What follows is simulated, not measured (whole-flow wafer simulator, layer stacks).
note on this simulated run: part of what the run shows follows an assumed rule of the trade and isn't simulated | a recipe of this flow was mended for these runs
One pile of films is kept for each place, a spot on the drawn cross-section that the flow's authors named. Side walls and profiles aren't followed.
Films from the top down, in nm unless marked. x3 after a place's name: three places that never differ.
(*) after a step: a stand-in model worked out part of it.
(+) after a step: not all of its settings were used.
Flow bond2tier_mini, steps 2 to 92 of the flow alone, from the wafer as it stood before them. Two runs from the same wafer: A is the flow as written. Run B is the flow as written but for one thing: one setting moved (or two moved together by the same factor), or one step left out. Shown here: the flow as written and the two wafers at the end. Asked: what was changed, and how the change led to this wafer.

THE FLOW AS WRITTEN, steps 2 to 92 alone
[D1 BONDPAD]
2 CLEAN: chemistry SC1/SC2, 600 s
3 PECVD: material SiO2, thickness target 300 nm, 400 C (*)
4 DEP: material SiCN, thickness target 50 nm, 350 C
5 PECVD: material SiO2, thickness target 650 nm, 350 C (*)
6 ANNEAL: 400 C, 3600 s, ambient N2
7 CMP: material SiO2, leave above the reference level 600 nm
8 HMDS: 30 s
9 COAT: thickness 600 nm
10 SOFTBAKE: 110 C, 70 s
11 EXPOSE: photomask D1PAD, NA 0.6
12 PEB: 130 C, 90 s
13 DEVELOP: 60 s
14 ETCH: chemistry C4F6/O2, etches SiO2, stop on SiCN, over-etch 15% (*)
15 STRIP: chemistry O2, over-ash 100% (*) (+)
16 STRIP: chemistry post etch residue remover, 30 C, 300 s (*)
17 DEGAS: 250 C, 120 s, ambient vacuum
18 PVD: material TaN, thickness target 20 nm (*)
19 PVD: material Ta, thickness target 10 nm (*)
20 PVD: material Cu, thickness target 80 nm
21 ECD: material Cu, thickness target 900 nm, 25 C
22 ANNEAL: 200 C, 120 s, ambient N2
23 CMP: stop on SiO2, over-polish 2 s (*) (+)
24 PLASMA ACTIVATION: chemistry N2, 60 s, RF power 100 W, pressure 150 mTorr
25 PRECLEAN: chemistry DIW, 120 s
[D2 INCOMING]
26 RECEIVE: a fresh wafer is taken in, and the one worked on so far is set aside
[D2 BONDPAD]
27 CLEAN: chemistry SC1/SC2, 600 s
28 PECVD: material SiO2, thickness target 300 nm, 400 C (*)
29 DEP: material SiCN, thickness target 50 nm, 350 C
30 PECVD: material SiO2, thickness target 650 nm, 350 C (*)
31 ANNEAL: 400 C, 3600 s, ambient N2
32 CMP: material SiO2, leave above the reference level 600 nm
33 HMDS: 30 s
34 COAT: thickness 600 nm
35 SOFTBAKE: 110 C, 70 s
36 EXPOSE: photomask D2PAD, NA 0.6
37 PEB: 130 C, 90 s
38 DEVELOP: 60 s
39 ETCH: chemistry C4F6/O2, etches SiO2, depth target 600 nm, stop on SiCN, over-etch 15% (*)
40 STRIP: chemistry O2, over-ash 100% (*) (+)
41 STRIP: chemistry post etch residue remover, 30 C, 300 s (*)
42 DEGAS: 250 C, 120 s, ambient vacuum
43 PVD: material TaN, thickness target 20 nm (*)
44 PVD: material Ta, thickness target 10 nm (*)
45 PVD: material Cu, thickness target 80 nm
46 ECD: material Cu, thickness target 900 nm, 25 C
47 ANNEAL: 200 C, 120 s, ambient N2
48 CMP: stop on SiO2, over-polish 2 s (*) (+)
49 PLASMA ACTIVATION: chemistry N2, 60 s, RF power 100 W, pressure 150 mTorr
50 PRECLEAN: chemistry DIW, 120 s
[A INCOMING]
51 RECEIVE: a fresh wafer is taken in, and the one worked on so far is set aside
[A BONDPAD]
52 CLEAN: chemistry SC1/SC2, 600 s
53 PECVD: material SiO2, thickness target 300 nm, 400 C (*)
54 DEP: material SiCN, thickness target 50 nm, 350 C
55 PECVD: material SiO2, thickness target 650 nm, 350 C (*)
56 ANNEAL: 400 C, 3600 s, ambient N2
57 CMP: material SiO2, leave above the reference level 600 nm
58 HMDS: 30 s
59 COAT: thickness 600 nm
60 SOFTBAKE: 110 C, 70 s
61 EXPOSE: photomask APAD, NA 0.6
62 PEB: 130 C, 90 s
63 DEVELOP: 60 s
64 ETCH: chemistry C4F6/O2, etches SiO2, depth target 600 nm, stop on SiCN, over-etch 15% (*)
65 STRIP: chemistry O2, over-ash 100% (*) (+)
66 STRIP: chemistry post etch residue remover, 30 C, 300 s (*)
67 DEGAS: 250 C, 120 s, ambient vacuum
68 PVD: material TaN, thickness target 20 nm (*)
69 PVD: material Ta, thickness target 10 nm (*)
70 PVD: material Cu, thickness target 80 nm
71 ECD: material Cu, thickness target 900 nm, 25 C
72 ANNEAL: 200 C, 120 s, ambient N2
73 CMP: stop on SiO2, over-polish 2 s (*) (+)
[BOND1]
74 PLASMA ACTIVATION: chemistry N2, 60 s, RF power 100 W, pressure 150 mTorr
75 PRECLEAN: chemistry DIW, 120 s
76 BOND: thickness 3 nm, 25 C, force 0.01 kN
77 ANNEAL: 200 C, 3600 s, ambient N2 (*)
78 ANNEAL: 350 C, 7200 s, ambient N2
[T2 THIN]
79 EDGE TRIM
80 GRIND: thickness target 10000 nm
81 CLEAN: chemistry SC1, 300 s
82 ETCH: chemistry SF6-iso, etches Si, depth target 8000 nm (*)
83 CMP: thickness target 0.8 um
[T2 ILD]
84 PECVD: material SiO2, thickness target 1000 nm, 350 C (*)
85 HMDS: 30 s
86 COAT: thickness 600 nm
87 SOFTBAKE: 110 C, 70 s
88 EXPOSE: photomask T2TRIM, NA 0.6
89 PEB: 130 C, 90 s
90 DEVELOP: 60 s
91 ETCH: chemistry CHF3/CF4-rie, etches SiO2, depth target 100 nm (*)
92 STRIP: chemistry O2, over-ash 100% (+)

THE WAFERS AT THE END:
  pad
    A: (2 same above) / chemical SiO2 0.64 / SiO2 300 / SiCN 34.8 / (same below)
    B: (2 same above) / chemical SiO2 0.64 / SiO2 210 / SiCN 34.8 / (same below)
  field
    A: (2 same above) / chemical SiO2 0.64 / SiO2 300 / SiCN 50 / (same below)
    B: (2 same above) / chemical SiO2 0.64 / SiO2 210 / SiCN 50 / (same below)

The cause: step 3, PECVD: thickness target 210 nm was run, where the flow has thickness target 300 nm.
It can be read off the wafer: pad has SiO2 210, and step 3 as written asks for 300 nm.

How the change led to this, step by step:
  3 PECVD: material SiO2, thickness target 300 nm, 400 C (*)
      field, pad, via: A SiO2 +300 (new film) | B SiO2 +210 (new film)
  76 BOND: thickness 3 nm, 25 C, force 0.01 kN
      field: A Si +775 um (new film), chemical SiO2 +0.64 (new film), SiO2 +300 (new film), SiCN +50 (new film), SiO2 +600 | B Si +775 um (new film), chemical SiO2 +0.64 (new film), SiO2 +210 (new film), SiCN +50 (new film), SiO2 +600
      pad: A Si +775 um (new film), chemical SiO2 +0.64 (new film), SiO2 +300 (new film), SiCN +34.8 (new film), TaN +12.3 (new film), Ta +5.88 (new film), Cu +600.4 | B Si +775 um (new film), chemical SiO2 +0.64 (new film), SiO2 +210 (new film), SiCN +34.8 (new film), TaN +12.3 (new film), Ta +5.88 (new film), Cu +600.4
      (and at 1 more place)
